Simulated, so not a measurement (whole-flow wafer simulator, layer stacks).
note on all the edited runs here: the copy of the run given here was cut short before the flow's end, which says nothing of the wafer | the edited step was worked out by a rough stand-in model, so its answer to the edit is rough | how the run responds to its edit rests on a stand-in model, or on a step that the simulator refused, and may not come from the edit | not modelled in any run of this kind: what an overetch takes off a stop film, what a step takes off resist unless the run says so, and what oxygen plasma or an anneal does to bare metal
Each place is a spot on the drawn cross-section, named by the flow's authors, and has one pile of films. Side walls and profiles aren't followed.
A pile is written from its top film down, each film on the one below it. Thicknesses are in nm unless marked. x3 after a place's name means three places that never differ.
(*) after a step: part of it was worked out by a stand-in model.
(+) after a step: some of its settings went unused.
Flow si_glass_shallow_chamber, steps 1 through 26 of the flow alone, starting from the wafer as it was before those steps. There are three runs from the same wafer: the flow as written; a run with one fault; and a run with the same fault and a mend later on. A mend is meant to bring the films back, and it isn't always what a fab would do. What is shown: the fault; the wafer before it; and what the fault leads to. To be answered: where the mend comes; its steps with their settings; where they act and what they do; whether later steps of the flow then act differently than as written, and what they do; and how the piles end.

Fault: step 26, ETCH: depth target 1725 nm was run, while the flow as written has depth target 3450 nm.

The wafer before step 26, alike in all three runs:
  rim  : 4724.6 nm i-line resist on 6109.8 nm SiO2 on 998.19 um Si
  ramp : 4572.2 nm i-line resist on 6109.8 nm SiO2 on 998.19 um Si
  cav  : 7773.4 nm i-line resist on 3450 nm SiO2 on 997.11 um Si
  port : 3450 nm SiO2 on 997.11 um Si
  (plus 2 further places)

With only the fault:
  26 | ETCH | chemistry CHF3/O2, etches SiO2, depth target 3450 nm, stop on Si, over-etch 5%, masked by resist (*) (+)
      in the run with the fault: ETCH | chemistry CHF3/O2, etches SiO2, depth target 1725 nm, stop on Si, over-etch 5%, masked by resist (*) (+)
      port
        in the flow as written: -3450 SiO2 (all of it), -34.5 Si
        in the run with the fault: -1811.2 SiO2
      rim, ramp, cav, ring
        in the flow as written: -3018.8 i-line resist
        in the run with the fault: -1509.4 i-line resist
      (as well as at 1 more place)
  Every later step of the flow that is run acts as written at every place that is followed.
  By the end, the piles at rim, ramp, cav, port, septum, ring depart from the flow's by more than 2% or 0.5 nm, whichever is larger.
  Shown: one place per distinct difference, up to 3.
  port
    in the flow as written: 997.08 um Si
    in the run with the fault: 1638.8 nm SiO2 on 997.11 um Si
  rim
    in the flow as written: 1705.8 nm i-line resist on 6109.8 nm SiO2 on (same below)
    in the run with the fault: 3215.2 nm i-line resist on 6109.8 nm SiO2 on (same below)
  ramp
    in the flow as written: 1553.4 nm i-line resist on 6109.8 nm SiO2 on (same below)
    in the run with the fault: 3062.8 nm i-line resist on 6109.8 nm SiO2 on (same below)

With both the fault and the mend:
  The mend stands after step 26.
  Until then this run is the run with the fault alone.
  26a | ETCH | chemistry CHF3/O2, etches SiO2, depth target 1725 nm, stop on Si, over-etch 5%, masked by resist (*) (a further turn of the flow's step 26, with different settings)
      rim, ramp, cav, septum, ring
        -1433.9 i-line resist
      port
        -1638.8 SiO2 (all of it), -34.5 Si
  Every later step of the flow that is run acts as written at every place that is followed.
  By the end, the piles at rim, ramp, septum depart from the flow's by more than 2% or 0.5 nm, whichever is larger.
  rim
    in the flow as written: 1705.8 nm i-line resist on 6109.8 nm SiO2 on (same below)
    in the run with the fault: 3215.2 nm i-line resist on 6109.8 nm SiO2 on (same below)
    in the run with the mend: 1781.3 nm i-line resist on 6109.8 nm SiO2 on (same below)
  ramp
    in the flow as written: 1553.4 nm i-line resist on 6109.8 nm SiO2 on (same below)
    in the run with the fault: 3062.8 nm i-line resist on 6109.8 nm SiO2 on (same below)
    in the run with the mend: 1628.9 nm i-line resist on 6109.8 nm SiO2 on (same below)
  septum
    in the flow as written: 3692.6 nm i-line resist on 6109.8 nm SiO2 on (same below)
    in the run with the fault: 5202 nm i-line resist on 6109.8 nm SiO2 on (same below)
    in the run with the mend: 3768.1 nm i-line resist on 6109.8 nm SiO2 on (same below)
